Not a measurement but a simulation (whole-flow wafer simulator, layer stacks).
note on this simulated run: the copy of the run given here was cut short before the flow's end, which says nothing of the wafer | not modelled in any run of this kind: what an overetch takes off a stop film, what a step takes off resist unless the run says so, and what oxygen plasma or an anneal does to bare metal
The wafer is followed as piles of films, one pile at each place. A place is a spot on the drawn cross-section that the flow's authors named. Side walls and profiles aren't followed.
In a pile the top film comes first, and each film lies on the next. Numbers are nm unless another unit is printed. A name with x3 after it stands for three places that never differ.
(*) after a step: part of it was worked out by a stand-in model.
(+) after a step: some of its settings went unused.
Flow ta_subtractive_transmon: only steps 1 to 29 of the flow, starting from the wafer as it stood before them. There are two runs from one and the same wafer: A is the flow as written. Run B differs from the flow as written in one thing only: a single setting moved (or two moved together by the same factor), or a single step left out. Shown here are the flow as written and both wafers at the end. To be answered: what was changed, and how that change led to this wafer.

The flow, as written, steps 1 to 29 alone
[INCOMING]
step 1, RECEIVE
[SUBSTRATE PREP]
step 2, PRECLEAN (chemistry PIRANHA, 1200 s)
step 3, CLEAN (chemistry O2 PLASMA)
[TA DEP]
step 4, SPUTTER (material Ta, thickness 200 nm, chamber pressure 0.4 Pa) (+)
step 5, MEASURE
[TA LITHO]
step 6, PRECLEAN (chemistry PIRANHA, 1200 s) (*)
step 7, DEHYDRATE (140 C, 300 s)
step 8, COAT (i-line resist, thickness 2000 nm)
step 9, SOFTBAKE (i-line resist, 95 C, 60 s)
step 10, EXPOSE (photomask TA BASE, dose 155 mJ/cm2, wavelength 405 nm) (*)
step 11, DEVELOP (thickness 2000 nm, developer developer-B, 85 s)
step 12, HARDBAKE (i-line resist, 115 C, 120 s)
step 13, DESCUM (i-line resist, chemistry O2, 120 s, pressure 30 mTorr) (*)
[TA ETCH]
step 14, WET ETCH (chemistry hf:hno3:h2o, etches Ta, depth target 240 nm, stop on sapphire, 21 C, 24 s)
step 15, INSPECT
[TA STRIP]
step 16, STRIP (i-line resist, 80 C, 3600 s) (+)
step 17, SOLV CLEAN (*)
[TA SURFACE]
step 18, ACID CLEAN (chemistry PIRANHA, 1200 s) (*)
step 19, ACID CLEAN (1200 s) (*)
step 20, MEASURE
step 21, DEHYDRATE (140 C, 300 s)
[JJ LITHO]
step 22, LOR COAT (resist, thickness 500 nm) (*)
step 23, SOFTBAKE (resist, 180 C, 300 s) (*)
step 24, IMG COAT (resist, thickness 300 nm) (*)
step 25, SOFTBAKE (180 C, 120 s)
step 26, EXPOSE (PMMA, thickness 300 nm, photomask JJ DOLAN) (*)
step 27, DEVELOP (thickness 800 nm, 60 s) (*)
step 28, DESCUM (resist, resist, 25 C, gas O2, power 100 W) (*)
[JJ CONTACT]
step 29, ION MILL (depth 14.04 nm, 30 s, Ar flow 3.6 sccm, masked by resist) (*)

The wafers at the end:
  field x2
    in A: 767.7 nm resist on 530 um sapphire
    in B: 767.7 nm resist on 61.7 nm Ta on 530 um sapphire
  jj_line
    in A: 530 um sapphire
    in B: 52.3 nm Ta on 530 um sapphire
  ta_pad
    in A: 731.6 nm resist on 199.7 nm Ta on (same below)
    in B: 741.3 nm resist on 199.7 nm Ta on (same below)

Cause: step 14, WET ETCH: 13.8 s was run, whereas the flow has 24 s.

The path from the change to this, step by step:
  step 14, WET ETCH (chemistry hf:hno3:h2o, etches Ta, depth target 240 nm, stop on sapphire, 21 C, 24 s)
      field x2, jj_line, lead: A Ta loses 200 (all of it) | B Ta loses 138
  step 22, LOR COAT (resist, thickness 500 nm) (*)
      lead: A resist gains 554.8 (new film) | B resist gains 538.7 (new film)
      ta_contact: A resist gains 443.8 (new film) | B resist gains 460 (new film)
  step 27, DEVELOP (thickness 800 nm, 60 s) (*)
      lead: A resist loses 867.4 (all of it) | B resist loses 847.4 (all of it)
      ta_contact: A resist loses 731.2 (all of it) | B resist loses 751.5 (all of it)
  step 29, ION MILL (depth 14.04 nm, 30 s, Ar flow 3.6 sccm, masked by resist) (*)
      jj_line, lead: A sapphire loses 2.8 | B Ta loses 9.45
With metal films that touch counted as one body, field x2 has 1 body; the flow as written gives 0 bodies.
With metal films that touch counted as one body, jj_line has 1 body; the flow as written gives 0 bodies.
